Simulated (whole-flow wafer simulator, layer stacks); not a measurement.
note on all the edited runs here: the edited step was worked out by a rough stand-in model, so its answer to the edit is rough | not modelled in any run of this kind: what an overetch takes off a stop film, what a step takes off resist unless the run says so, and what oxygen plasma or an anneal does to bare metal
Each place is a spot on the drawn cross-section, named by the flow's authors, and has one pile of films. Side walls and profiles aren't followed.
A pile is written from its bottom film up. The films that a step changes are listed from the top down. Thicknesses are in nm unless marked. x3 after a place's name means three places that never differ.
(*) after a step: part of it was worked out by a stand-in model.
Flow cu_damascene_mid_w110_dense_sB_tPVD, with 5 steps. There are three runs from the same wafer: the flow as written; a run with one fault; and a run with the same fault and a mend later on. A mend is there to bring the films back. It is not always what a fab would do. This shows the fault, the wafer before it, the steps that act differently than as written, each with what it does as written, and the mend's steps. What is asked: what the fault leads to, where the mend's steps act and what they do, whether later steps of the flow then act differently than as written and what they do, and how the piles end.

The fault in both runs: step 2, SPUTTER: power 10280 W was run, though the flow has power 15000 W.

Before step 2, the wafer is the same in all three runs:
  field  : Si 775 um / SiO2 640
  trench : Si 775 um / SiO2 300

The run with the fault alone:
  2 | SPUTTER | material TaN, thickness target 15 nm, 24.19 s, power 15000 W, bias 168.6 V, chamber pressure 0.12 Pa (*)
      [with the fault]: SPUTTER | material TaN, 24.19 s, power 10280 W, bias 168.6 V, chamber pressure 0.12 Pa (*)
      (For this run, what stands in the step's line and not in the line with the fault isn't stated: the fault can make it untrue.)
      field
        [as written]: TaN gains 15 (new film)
        [with the fault]: TaN gains 10.3 (new film)
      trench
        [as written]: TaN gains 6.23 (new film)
        [with the fault]: TaN gains 4.27 (new film)
  Every later step of the flow that is run acts as written, at every place that is followed, to within 2% or 0.5 nm, whichever is larger.
  By the end, the piles at field, trench depart from the flow's by more than 2% or 0.5 nm, whichever is larger.
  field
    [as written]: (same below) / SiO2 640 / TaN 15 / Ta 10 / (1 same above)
    [with the fault]: (same below) / SiO2 640 / TaN 10.3 / Ta 10 / (1 same above)
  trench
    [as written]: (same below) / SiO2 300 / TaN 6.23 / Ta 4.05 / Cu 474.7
    [with the fault]: (same below) / SiO2 300 / TaN 4.27 / Ta 4.11 / Cu 471.9

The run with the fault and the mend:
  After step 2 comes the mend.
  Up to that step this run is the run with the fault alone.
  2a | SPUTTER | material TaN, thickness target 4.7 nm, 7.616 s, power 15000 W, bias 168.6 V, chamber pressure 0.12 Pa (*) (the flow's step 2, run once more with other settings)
      field
        TaN gains 4.7
      trench
        TaN gains 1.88
  Every later step of the flow that is run acts as written, at every place that is followed, to within 2% or 0.5 nm, whichever is larger.
  At the end the piles are close to the flow's at the places that both follow, differing by at most 2% or 0.5 nm, whichever is larger.
